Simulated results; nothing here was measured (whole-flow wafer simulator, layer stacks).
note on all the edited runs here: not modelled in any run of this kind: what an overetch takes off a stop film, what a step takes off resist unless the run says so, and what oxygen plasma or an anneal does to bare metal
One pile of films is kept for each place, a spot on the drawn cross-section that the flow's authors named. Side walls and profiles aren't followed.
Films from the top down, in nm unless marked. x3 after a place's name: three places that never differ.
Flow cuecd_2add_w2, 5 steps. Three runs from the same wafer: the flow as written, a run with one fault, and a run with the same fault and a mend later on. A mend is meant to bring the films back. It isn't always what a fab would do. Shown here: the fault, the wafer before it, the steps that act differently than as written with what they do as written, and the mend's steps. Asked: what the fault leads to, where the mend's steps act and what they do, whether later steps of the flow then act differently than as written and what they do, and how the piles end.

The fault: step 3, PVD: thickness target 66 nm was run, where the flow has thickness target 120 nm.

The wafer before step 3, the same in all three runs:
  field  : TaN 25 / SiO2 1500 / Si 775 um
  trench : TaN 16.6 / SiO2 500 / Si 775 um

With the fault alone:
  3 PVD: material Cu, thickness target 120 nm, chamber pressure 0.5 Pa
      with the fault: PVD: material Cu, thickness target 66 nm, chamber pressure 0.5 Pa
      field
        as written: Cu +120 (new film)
        with the fault: Cu +66 (new film)
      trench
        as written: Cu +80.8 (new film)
        with the fault: Cu +44.6 (new film)
  No later step of the flow acts differently than as written, at any place that is followed, by more than 2% or 0.5 nm, whichever is larger.
  At the end the piles differ from the flow's by more than 2% or 0.5 nm, whichever is larger, at field, trench.
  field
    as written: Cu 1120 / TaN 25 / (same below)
    with the fault: Cu 1066 / TaN 25 / (same below)
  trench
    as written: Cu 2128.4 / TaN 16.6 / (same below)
    with the fault: Cu 2074.4 / TaN 16.6 / (same below)

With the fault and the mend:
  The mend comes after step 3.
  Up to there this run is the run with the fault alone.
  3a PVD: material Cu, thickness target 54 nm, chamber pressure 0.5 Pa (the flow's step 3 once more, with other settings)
      field
        Cu +54
      trench
        Cu +35.8
  No later step of the flow acts differently than as written, at any place that is followed, by more than 2% or 0.5 nm, whichever is larger.
  At the end the piles are the same as the flow's at every place that both follow.
